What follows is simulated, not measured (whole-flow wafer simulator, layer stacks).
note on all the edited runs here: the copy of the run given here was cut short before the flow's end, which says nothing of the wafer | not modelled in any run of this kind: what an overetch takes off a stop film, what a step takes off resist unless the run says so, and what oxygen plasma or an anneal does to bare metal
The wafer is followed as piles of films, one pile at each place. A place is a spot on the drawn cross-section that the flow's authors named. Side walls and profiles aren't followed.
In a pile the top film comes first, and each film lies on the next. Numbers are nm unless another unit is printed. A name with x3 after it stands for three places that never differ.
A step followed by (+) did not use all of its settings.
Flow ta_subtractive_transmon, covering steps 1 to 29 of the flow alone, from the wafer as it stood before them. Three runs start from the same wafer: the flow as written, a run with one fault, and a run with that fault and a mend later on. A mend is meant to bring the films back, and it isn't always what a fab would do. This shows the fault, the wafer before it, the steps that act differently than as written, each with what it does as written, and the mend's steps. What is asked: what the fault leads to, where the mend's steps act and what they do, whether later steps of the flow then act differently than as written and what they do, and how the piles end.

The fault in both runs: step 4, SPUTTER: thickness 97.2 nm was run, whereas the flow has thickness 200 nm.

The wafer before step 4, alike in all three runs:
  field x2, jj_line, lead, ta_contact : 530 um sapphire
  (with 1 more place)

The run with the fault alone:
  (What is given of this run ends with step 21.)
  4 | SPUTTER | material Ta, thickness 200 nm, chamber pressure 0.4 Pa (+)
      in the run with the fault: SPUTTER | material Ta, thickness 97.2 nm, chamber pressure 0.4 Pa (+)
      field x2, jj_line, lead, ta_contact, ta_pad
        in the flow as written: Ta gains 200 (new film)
        in the run with the fault: Ta gains 97.2 (new film)
  Steps further on in the flow that do not act as written:
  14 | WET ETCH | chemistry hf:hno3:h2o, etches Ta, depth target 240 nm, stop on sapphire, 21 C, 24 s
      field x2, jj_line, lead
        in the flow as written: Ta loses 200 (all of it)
        in the run with the fault: Ta loses 97.2 (all of it)
  The piles after step 21 differ from the flow's at ta_contact, ta_pad by more than 2% or 0.5 nm, whichever is larger.
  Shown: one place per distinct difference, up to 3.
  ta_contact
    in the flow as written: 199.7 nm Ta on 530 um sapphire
    in the run with the fault: 96.9 nm Ta on 530 um sapphire

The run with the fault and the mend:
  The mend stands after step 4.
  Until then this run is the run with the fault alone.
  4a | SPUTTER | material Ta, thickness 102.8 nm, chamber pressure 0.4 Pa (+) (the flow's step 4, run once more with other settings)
      field x2, jj_line, lead, ta_contact, ta_pad
        Ta gains 102.8
  Later steps of the flow that are run all act as written at every place that is followed.
  The piles end the same as the flow's at every place that both follow.
